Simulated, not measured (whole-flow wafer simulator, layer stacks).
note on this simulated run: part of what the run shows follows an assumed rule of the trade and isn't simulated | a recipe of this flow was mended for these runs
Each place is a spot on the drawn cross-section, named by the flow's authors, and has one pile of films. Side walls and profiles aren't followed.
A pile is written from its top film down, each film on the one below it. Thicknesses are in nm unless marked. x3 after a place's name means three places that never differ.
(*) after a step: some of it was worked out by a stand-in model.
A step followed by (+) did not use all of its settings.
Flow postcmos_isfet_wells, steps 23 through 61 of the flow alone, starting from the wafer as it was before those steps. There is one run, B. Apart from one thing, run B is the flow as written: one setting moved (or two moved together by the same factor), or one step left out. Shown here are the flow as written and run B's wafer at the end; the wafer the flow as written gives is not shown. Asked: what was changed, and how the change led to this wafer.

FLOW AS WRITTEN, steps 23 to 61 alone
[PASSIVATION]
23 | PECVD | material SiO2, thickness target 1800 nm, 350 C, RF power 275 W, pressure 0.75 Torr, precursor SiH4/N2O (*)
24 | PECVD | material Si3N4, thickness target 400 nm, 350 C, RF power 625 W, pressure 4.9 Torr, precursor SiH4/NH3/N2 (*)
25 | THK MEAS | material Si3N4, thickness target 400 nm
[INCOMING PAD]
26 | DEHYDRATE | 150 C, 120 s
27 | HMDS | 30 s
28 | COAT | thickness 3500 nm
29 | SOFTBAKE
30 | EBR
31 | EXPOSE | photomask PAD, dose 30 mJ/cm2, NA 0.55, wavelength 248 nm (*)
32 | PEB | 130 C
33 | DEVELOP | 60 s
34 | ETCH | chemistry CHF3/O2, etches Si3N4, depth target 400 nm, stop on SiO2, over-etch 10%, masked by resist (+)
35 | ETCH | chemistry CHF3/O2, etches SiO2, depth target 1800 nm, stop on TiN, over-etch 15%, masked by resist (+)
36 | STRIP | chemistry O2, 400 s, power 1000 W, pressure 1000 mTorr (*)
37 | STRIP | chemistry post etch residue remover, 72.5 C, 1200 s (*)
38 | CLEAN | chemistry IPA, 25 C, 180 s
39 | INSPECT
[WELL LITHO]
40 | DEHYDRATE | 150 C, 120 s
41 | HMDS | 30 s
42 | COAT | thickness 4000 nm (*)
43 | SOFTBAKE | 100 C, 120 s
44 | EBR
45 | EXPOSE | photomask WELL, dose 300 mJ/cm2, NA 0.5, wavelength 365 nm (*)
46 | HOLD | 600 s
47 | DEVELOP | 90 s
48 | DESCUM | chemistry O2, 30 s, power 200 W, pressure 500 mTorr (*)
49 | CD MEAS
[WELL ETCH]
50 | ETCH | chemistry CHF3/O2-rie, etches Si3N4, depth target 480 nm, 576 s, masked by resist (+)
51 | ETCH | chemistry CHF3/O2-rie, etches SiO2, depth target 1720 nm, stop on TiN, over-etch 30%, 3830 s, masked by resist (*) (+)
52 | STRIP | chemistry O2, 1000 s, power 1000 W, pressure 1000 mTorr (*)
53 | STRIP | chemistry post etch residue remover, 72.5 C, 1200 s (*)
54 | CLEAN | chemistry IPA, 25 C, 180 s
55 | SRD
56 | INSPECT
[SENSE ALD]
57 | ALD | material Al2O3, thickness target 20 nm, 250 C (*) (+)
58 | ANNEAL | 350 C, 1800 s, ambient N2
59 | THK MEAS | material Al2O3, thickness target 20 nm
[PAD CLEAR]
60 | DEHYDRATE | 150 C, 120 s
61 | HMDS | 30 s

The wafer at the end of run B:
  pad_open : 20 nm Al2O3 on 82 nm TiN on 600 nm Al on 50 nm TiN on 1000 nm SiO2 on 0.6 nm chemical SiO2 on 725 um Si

What caused this: step 34, ETCH: depth target 304 nm was run, though the flow has depth target 400 nm.

How this came from the change, step by step:
  34 | ETCH | chemistry CHF3/O2, etches Si3N4, depth target 400 nm, stop on SiO2, over-etch 10%, masked by resist (+)
      pad_open: Si3N4 loses 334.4 (it would be, as written: Si3N4 loses 400 (all of it), SiO2 loses 20)
      field, margin x2, well900 x4, pad_clr: thick-KrF-resist loses 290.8 (it would be, as written: thick-KrF-resist loses 382.6)
  35 | ETCH | chemistry CHF3/O2, etches SiO2, depth target 1800 nm, stop on TiN, over-etch 15%, masked by resist (+)
      pad_open: Si3N4 loses 65.6 (all of it), SiO2 loses 1800 (all of it), TiN loses 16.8 (it would be, as written: SiO2 loses 1780 (all of it), TiN loses 24.2)
  36 | STRIP | chemistry O2, 400 s, power 1000 W, pressure 1000 mTorr (*)
      field, margin x2, well900 x4, pad_clr: thick-KrF-resist loses 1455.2 (all of it) (it would be, as written: thick-KrF-resist loses 1382.5 (all of it))
